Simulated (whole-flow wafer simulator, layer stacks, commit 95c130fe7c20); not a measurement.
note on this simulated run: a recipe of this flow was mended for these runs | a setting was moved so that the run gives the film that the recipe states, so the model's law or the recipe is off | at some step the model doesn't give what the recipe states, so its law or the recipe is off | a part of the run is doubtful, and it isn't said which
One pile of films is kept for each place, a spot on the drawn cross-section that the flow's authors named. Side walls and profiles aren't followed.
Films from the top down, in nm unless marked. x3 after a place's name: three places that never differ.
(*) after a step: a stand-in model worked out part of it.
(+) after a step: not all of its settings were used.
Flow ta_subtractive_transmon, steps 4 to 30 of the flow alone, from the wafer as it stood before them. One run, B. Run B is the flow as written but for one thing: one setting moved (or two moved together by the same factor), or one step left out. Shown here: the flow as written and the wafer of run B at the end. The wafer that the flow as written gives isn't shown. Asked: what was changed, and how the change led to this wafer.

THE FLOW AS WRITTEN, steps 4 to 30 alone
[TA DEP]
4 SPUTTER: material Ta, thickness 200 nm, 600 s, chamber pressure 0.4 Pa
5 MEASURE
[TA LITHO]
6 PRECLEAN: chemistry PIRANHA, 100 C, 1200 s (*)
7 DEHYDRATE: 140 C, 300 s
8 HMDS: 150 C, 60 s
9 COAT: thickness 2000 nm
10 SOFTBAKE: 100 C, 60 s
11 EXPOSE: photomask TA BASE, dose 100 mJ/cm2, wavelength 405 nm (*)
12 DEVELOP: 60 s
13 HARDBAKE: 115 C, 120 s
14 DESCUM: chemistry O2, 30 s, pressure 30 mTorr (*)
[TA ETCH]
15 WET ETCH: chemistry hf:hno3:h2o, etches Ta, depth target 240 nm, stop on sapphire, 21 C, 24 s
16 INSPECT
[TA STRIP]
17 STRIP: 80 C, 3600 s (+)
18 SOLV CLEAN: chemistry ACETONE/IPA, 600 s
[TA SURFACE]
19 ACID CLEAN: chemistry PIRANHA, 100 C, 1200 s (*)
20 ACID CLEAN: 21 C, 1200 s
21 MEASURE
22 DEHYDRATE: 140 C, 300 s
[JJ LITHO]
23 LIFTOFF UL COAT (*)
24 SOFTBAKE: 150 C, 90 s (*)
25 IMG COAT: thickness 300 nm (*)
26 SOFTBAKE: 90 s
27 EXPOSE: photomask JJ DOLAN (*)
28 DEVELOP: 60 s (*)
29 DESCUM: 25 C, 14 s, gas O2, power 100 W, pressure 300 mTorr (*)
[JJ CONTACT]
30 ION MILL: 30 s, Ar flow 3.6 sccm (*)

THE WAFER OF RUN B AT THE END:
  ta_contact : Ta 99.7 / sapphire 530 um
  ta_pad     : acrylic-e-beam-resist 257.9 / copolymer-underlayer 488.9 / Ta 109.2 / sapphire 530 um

The cause: step 4, SPUTTER: thickness 110 nm was run, where the flow has thickness 200 nm; step 4, SPUTTER: 330 s was run, where the flow has 600 s.

How the change led to this, step by step:
  4 SPUTTER: material Ta, thickness 200 nm, 600 s, chamber pressure 0.4 Pa
      field x2, jj_line, lead, ta_contact, ta_pad: Ta +110 (new film) (as written it would be: Ta +200 (new film))
  15 WET ETCH: chemistry hf:hno3:h2o, etches Ta, depth target 240 nm, stop on sapphire, 21 C, 24 s
      field x2, jj_line, lead: Ta -109.7 (all of it) (as written it would be: Ta -199.7 (all of it))
  23 LIFTOFF UL COAT (*)
      lead: copolymer-underlayer +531 (new film) (as written it would be: copolymer-underlayer +554.7 (new film))
      ta_contact: copolymer-underlayer +468 (new film) (as written it would be: copolymer-underlayer +443.9 (new film))
  25 IMG COAT: thickness 300 nm (*)
      ta_pad: acrylic-e-beam-resist +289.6 (new film) (as written it would be: acrylic-e-beam-resist +281.4 (new film))
  28 DEVELOP: 60 s (*)
      lead: acrylic-e-beam-resist -306.8 (all of it), copolymer-underlayer -531 (all of it) (as written it would be: acrylic-e-beam-resist -312.5 (all of it), copolymer-underlayer -554.7 (all of it))
      ta_contact: acrylic-e-beam-resist -293.3 (all of it), copolymer-underlayer -468 (all of it) (as written it would be: acrylic-e-beam-resist -287.5 (all of it), copolymer-underlayer -443.9 (all of it))
